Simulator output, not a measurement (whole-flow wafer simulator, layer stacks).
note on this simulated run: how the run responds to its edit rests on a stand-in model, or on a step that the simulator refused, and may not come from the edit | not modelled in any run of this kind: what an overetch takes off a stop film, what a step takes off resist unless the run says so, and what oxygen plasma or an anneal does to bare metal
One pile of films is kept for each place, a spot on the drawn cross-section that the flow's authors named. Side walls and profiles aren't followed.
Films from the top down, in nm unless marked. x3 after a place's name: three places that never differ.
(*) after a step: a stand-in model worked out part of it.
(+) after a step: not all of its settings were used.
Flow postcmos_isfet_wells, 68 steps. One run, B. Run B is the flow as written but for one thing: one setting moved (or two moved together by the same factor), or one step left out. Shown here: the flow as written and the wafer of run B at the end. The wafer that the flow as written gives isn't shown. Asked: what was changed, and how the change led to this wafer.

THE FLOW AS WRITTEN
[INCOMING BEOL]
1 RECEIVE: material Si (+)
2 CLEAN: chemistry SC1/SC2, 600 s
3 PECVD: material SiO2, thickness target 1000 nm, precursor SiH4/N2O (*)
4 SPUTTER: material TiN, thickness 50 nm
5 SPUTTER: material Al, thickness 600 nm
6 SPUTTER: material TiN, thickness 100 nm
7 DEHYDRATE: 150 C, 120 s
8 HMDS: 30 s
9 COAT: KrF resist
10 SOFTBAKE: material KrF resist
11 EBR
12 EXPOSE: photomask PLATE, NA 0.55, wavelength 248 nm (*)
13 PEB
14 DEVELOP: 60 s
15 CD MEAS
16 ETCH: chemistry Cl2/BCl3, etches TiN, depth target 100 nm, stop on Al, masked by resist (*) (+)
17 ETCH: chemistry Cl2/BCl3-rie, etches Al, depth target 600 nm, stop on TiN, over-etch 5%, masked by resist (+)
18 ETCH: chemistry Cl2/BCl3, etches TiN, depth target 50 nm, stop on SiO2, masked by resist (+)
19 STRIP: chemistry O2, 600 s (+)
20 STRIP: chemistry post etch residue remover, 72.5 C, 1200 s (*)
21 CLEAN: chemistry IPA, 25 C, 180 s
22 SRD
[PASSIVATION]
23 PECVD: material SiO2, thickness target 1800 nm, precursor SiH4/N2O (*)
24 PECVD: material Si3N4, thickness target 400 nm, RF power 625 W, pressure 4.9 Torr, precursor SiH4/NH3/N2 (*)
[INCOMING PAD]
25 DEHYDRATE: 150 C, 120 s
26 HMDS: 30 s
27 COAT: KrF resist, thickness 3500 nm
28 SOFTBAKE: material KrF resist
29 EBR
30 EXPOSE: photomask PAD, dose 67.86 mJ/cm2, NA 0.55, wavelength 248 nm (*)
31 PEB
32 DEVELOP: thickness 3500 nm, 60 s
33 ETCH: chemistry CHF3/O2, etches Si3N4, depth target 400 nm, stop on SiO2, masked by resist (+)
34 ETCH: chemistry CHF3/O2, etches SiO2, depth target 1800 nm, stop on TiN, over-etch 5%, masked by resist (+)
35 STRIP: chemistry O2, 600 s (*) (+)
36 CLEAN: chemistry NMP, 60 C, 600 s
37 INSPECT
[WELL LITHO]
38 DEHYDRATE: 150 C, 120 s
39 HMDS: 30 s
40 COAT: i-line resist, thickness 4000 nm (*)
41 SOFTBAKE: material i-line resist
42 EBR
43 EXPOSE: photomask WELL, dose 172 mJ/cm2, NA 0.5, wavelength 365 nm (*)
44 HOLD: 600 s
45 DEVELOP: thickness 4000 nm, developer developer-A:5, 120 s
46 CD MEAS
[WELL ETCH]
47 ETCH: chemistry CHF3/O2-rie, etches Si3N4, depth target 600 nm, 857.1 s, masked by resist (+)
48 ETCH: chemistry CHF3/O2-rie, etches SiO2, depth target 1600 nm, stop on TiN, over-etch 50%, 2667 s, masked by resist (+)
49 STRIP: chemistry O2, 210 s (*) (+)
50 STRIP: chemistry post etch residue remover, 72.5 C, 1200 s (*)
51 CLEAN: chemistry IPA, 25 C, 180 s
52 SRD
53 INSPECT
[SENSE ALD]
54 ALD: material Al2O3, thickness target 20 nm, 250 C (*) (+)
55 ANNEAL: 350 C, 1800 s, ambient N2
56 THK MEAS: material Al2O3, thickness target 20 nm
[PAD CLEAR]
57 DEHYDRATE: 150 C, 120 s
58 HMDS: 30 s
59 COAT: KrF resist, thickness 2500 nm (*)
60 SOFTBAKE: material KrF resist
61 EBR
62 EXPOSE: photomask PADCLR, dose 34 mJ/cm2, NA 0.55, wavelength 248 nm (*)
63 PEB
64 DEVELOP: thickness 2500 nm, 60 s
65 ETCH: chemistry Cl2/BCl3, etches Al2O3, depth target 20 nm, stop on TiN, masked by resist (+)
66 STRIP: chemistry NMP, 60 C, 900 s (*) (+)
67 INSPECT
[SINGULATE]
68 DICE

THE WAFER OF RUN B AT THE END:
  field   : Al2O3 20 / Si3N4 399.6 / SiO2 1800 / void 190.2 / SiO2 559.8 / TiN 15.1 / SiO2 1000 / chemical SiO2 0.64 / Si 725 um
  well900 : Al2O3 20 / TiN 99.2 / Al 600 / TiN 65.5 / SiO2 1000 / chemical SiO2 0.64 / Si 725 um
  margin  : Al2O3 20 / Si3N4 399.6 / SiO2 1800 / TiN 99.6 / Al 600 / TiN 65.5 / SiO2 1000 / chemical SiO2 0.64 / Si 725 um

The cause: step 4, SPUTTER: thickness 65.55 nm was run, where the flow has thickness 50 nm.
It can be read off the wafer: well900 has TiN 65.5, and step 4 as written asks for 50 nm.

How the change led to this, step by step:
  4 SPUTTER: material TiN, thickness 50 nm
      field, margin, well900, well1300 x3, pad_rim, pad_clr, pad_open: TiN +65.5 (new film) (as written it would be: TiN +50 (new film))
  18 ETCH: chemistry Cl2/BCl3, etches TiN, depth target 50 nm, stop on SiO2, masked by resist (+)
      field: TiN -50 (as written it would be: TiN -50 (all of it))
  23 PECVD: material SiO2, thickness target 1800 nm, precursor SiH4/N2O (*)
      field: SiO2 +1800 (new film), void +190.2 (new film), SiO2 +559.8 (new film) (as written it would be: SiO2 +1800 (new film), void +189.9 (new film), SiO2 +559.7)
Counting metal films that touch as one body, field has 1 body; the flow as written gives 0 bodies.
